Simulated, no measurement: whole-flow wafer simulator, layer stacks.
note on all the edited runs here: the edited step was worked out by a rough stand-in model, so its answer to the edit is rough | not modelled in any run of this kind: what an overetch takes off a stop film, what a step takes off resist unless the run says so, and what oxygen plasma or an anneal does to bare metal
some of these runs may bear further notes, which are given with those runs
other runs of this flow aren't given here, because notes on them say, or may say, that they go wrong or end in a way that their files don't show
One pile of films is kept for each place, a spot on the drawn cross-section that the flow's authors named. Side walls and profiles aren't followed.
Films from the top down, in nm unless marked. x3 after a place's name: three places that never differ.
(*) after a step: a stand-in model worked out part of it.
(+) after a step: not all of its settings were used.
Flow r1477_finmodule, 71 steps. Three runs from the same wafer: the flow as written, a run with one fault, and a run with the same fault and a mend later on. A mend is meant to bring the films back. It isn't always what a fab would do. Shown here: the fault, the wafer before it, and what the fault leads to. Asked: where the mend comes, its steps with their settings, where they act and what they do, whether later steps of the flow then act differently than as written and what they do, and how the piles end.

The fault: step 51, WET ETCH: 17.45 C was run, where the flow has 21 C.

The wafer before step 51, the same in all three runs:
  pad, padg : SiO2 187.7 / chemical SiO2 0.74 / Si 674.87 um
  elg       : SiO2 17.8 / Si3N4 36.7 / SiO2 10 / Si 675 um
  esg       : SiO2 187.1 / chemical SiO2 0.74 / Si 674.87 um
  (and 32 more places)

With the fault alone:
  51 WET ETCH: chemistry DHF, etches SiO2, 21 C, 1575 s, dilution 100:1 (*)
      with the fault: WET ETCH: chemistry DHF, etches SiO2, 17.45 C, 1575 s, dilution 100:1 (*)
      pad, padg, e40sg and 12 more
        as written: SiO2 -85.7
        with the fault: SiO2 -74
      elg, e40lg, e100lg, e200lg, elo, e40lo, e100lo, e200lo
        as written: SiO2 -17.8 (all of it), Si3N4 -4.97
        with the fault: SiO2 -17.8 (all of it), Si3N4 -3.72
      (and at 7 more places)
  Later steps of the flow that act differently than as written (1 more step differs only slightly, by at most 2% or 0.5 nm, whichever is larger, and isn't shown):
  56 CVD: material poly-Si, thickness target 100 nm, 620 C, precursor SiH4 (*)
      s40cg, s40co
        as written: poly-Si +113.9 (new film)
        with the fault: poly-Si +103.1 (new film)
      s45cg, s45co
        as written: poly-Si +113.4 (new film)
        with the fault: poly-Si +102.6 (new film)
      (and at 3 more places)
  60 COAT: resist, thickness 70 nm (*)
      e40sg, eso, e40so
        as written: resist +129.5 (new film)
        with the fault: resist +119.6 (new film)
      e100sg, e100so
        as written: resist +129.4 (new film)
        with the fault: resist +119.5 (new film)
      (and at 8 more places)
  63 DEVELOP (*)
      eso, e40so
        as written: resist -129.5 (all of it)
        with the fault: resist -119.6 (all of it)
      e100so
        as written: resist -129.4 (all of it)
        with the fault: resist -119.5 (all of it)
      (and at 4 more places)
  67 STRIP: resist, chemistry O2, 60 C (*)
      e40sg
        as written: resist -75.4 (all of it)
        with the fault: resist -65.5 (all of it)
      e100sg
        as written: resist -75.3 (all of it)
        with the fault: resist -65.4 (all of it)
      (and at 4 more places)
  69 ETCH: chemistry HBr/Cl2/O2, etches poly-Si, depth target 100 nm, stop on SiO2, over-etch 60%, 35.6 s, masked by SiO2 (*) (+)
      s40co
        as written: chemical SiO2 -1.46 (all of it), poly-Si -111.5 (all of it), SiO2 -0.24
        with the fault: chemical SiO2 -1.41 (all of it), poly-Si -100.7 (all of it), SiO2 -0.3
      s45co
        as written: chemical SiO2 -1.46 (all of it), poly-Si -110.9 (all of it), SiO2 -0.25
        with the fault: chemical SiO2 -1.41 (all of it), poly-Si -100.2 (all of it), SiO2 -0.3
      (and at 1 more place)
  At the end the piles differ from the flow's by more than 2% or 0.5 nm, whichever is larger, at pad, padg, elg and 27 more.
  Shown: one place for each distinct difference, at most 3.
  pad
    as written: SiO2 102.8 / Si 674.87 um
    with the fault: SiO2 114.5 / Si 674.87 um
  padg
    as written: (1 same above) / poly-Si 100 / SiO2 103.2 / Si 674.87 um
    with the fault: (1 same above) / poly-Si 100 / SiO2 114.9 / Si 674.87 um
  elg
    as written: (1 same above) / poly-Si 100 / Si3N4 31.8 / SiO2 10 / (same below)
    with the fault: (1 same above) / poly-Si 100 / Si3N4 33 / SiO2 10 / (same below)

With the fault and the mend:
  The mend comes after step 51.
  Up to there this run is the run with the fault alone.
  51a WET ETCH: chemistry DHF, etches SiO2, 21 C, 211.2 s, dilution 100:1 (*) (the flow's step 51 once more, with other settings)
      pad, padg, e40sg and 12 more
        SiO2 -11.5
      elg, e40lg, e100lg, e200lg, elo, e40lo, e100lo, e200lo
        Si3N4 -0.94
      esg, s40cg, s45cg, s50cg, s40co, s45co, s50co
        SiO2 -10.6
  No later step of the flow acts differently than as written, at any place that is followed, by more than 2% or 0.5 nm, whichever is larger.
  At the end the piles differ from the flow's only slightly at the places that both follow, by at most 2% or 0.5 nm, whichever is larger.
